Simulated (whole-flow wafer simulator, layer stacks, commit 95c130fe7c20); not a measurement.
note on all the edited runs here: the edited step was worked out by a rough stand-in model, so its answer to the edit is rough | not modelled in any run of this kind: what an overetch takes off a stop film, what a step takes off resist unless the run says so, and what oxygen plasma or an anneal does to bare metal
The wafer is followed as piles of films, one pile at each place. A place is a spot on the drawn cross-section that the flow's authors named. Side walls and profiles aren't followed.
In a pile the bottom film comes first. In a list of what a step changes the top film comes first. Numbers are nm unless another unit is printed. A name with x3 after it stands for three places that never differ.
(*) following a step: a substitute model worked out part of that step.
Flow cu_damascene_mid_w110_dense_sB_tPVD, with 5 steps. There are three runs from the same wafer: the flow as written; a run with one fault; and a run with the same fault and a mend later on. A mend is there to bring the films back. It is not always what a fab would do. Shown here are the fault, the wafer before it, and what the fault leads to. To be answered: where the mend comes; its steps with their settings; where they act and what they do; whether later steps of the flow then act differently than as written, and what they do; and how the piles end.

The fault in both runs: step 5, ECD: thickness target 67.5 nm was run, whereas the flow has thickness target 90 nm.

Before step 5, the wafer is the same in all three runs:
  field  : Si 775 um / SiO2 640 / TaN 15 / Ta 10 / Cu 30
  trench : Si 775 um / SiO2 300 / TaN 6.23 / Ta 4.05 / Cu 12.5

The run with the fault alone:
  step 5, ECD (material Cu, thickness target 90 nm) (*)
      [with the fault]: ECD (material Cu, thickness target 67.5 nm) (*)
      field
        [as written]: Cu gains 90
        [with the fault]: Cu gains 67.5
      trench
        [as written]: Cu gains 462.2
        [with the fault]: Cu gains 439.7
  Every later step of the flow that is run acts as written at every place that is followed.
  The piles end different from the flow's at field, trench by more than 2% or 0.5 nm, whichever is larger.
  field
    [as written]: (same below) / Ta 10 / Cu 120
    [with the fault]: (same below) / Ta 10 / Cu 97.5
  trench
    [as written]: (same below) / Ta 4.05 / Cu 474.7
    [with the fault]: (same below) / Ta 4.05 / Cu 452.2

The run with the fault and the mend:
  After step 5 comes the mend.
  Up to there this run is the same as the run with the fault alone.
  step 5a, ECD (material Cu, thickness target 22.5 nm) (the flow's step 5, run once more with other settings)
      field, trench
        Cu gains 22.5
  Every later step of the flow that is run acts as written at every place that is followed.
  The piles end the same as the flow's at every place that both follow.
